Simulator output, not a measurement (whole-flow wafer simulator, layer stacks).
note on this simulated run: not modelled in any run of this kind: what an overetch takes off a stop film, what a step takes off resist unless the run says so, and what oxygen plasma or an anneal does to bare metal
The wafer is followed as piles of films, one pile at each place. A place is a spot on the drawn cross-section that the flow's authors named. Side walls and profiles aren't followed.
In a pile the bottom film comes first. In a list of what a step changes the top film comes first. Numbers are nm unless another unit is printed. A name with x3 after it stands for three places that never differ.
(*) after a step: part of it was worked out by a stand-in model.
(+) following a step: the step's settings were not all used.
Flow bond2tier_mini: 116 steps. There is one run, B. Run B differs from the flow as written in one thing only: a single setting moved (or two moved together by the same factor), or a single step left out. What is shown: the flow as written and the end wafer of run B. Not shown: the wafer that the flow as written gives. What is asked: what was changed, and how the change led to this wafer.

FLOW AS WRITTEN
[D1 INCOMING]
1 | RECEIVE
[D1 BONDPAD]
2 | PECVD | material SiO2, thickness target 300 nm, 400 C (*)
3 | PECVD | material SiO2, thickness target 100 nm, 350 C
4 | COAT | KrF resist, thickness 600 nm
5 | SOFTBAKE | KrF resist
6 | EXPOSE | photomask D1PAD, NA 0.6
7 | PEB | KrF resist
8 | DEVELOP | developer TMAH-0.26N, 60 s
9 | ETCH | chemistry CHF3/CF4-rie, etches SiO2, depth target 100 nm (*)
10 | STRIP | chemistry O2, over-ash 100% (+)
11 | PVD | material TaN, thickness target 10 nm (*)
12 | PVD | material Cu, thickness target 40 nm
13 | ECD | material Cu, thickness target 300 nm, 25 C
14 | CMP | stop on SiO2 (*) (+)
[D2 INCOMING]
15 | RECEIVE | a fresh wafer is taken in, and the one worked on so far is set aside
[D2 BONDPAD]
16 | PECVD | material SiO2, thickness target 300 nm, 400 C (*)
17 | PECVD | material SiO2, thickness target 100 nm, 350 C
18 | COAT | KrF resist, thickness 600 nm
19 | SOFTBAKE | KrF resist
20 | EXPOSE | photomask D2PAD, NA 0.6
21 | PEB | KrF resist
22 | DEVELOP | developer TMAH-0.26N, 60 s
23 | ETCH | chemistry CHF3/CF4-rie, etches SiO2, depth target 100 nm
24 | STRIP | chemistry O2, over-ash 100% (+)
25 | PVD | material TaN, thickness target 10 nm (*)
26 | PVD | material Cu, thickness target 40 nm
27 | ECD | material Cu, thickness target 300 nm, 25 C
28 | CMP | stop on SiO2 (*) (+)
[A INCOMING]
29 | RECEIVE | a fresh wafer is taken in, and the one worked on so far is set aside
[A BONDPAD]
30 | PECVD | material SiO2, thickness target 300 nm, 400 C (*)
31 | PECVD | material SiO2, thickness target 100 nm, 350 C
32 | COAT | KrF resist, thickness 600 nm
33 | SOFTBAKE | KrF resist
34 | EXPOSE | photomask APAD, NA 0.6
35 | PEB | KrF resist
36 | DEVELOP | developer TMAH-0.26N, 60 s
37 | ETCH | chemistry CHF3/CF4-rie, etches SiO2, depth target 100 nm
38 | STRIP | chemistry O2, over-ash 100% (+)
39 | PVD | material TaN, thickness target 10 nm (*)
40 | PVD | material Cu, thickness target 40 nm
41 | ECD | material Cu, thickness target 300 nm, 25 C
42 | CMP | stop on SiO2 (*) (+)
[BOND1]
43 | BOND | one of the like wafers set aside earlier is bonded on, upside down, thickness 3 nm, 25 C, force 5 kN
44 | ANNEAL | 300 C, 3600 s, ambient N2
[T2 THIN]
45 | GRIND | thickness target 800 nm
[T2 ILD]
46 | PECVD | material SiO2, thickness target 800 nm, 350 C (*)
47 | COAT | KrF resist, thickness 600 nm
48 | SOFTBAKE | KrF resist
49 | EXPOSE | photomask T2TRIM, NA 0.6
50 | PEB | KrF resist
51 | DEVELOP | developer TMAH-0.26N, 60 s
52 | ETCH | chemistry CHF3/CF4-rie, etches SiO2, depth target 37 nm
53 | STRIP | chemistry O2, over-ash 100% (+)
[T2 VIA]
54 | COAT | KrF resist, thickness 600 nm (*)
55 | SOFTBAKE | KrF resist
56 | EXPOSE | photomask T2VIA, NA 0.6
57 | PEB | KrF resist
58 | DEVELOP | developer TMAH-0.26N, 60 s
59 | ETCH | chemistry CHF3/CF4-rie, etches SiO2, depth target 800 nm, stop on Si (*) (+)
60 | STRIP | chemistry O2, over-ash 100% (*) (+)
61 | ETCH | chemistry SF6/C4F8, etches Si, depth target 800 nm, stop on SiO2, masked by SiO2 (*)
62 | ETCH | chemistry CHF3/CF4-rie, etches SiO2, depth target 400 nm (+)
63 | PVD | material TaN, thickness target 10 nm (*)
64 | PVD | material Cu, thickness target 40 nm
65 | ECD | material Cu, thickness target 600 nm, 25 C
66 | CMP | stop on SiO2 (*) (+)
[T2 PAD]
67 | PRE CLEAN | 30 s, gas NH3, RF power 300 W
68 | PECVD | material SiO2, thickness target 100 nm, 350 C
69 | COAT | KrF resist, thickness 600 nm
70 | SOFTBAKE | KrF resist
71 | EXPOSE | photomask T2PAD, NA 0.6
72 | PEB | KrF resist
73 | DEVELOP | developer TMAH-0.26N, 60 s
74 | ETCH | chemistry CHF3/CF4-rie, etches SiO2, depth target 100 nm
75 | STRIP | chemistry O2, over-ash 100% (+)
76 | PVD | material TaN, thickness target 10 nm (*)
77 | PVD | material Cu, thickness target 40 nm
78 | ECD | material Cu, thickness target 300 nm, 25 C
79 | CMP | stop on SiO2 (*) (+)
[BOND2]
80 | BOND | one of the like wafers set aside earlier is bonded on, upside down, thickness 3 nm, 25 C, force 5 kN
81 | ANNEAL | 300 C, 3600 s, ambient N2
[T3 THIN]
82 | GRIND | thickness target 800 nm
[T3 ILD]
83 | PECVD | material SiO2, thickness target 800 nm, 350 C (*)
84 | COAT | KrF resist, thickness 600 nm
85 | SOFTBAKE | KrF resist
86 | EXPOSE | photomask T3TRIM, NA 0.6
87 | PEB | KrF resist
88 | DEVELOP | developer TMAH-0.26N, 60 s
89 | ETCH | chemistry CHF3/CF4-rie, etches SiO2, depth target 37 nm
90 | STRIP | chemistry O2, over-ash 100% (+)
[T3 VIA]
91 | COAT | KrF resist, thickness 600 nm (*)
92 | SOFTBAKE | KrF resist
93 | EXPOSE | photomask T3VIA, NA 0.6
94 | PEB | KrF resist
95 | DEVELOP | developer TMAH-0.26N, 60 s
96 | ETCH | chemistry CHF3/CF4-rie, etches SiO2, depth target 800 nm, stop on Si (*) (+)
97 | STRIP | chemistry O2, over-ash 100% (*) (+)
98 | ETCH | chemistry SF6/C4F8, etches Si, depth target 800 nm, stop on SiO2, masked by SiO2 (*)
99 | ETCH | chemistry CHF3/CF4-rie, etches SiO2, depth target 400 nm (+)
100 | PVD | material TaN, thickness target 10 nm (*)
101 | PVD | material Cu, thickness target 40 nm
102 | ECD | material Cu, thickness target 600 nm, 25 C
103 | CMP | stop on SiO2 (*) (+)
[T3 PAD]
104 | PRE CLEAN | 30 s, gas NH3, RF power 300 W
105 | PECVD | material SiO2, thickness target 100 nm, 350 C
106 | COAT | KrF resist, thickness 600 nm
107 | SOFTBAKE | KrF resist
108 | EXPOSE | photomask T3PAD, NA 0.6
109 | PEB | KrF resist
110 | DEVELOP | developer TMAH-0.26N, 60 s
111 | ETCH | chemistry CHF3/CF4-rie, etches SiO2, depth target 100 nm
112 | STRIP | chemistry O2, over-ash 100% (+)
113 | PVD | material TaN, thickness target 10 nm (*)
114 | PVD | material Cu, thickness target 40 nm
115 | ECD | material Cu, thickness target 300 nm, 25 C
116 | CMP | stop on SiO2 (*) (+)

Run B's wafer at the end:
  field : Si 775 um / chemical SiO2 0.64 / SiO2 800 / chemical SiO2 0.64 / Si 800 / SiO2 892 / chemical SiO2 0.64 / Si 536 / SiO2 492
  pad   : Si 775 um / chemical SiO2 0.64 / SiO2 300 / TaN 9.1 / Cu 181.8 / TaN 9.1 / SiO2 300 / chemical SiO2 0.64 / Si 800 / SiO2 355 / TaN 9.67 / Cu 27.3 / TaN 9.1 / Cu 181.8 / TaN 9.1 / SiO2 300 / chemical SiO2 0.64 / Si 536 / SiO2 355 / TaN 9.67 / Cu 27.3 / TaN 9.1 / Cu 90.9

The reason: step 82, GRIND: thickness target 536 nm was run, whereas the flow has thickness target 800 nm.
The wafer lets one read it off: field has Si 536, and step 82 as written asks for 800 nm.

Step by step, how the change led to this:
  82 | GRIND | thickness target 800 nm
      field, pad: Si loses 774.46 um (it would be, as written: Si loses 774.2 um)
